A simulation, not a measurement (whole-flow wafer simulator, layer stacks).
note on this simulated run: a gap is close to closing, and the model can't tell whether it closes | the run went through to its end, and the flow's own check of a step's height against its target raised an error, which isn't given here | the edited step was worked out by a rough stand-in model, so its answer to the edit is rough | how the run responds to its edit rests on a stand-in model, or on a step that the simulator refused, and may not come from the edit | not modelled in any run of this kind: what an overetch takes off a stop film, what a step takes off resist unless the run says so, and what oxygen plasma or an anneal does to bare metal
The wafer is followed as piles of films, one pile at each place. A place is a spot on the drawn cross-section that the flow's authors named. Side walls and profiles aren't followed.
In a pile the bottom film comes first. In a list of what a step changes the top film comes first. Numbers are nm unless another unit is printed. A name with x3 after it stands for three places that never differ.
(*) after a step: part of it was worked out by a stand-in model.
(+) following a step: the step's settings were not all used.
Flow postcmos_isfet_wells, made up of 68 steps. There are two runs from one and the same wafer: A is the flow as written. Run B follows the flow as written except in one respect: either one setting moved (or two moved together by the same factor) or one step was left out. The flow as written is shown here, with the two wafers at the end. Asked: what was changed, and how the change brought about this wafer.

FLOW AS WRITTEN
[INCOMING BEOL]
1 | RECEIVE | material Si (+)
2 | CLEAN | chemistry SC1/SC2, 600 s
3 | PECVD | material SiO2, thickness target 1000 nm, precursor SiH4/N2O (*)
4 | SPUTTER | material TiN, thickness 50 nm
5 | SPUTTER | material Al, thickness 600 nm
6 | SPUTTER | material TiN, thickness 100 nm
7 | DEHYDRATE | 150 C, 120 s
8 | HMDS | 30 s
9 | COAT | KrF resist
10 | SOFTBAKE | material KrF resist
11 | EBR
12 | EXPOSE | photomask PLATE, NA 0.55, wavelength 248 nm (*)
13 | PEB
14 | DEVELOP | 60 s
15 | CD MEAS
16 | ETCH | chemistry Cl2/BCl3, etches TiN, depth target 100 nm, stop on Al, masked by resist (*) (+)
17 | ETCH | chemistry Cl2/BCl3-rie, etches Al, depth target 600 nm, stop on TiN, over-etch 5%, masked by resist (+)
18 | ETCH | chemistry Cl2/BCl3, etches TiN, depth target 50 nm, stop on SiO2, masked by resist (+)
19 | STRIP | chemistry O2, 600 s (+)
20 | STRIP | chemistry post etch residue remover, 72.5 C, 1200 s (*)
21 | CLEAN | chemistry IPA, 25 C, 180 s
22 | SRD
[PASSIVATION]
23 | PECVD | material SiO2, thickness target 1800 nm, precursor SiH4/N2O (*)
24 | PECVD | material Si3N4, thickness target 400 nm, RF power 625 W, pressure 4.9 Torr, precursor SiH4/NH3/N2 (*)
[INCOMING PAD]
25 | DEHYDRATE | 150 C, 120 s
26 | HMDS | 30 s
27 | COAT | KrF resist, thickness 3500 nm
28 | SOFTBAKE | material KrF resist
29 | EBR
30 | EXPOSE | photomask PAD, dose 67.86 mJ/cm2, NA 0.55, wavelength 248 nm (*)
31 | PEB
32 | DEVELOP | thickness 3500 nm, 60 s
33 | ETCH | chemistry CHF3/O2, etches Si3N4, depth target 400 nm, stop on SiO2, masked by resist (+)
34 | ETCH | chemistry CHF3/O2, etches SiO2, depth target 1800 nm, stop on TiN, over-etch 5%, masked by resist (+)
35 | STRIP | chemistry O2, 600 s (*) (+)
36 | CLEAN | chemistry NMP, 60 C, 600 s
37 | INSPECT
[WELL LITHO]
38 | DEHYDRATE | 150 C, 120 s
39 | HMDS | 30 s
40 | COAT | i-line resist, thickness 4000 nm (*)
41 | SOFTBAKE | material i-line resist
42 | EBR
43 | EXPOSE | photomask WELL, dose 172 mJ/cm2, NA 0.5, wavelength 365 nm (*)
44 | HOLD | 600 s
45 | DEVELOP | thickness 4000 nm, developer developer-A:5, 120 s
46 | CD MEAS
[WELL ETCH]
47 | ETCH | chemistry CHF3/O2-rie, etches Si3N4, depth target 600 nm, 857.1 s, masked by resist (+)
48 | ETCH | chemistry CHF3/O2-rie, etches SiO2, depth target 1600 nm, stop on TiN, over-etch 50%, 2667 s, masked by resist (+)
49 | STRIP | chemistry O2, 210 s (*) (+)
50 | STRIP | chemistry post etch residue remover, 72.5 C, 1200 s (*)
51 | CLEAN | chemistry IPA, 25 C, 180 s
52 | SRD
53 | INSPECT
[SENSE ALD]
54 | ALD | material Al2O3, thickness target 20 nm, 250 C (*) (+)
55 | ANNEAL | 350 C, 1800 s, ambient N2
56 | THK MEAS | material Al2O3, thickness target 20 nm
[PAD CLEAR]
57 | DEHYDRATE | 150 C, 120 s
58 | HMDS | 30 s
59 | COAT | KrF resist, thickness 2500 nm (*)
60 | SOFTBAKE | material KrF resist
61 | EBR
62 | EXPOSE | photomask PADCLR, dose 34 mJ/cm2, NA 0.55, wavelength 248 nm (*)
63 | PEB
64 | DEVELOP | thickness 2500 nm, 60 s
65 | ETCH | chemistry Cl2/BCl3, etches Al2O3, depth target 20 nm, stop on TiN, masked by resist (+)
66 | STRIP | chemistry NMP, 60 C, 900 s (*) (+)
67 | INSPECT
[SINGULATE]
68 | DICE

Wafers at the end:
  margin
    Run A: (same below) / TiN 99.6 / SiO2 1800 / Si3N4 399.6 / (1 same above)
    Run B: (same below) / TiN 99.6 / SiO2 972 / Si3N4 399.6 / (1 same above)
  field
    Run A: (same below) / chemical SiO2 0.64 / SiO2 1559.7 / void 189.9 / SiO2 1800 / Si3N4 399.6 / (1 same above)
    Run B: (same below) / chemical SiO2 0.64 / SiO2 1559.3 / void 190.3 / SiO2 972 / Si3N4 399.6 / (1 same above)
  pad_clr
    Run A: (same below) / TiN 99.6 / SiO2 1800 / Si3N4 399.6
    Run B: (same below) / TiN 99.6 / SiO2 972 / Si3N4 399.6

The reason: step 23, PECVD: thickness target 972 nm was run, though the flow has thickness target 1800 nm.
The wafer itself shows it: margin has SiO2 972, and step 23 as written asks for 1800 nm.

How this came from the change, step by step:
  23 | PECVD | material SiO2, thickness target 1800 nm, precursor SiH4/N2O (*)
      margin, well900, well1300 x3, pad_rim, pad_clr, pad_open: A +1800 SiO2 (new film) | B +972 SiO2 (new film)
      field: A +1800 SiO2 (new film), +189.9 void (new film), +559.7 SiO2 | B +972 SiO2 (new film), +190.3 void (new film), +559.3 SiO2
  34 | ETCH | chemistry CHF3/O2, etches SiO2, depth target 1800 nm, stop on TiN, over-etch 5%, masked by resist (+)
      field, margin, well900, well1300 x3, pad_rim, pad_clr: A -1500 KrF resist | B -850.5 KrF resist
      pad_open: A -1800 SiO2 (all of it) | B -972 SiO2 (all of it)
  35 | STRIP | chemistry O2, 600 s (*) (+)
      field, margin, well900, well1300 x3, pad_rim, pad_clr: A -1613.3 KrF resist (all of it) | B -2262.8 KrF resist (all of it)
  40 | COAT | i-line resist, thickness 4000 nm (*)
      pad_clr: A +3256.8 i-line resist (new film) | B +3521.6 i-line resist (new film)
      pad_open: A +4804.7 i-line resist (new film) | B +4505.8 i-line resist (new film)
  41 | SOFTBAKE | material i-line resist
      pad_clr: A -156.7 i-line resist | B -80.4 i-line resist
      pad_open: A +115.3 i-line resist | B +75.9 i-line resist
  48 | ETCH | chemistry CHF3/O2-rie, etches SiO2, depth target 1600 nm, stop on TiN, over-etch 50%, 2667 s, masked by resist (+)
      well900, well1300 x3: A -1600 SiO2 (all of it) | B -772 SiO2 (all of it)
  49 | STRIP | chemistry O2, 210 s (*) (+)
      pad_clr: A -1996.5 i-line resist (all of it) | B -2337.5 i-line resist (all of it)
      pad_open: A -3816.3 i-line resist (all of it) | B -3478.1 i-line resist (all of it)
  59 | COAT | KrF resist, thickness 2500 nm (*)
      field: A +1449 KrF resist (new film) | B +1844.5 KrF resist (new film)
      margin: A +1448.9 KrF resist (new film) | B +1844.5 KrF resist (new film)
      (also at 3 further places)
  60 | SOFTBAKE | material KrF resist
      pad_clr: A -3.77 KrF resist | B -2.62 KrF resist
  63 | PEB
      field, margin: A -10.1 KrF resist | B -12.9 KrF resist
      pad_rim: A -13.9 KrF resist | B -15.3 KrF resist
      (also at 2 further places)
  64 | DEVELOP | thickness 2500 nm, 60 s
      pad_clr: A -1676 KrF resist (all of it) | B -1961.3 KrF resist (all of it)
      pad_open: A -3045.1 KrF resist (all of it) | B -2834.9 KrF resist (all of it)
  66 | STRIP | chemistry NMP, 60 C, 900 s (*) (+)
      field, margin: A -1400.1 KrF resist (all of it) | B -1792.8 KrF resist (all of it)
      pad_rim: A -1923.7 KrF resist (all of it) | B -2114.1 KrF resist (all of it)
